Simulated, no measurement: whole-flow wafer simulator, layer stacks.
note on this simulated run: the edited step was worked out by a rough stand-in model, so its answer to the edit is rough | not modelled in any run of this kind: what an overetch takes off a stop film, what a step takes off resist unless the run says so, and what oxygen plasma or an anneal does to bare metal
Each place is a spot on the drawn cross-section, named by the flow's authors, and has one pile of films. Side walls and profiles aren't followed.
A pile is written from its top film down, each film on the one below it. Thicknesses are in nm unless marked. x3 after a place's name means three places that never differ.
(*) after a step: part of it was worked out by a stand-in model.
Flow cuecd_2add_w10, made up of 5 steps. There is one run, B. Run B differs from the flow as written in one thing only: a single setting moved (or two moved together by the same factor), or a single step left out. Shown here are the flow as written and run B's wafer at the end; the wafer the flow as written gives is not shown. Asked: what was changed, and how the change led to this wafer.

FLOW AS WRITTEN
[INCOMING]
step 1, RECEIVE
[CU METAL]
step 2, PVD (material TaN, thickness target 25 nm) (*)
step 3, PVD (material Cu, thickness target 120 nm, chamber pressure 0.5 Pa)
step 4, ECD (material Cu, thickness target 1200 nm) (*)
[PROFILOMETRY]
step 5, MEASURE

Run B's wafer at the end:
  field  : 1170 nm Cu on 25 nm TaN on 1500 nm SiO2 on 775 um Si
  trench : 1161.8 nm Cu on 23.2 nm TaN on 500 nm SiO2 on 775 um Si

The reason: step 4, ECD: thickness target 1050 nm was run, though the flow has thickness target 1200 nm.

Step by step, how the change led to this:
  step 4, ECD (material Cu, thickness target 1200 nm) (*)
      field, trench: Cu gains 1050 (it would be, as written: Cu gains 1200)
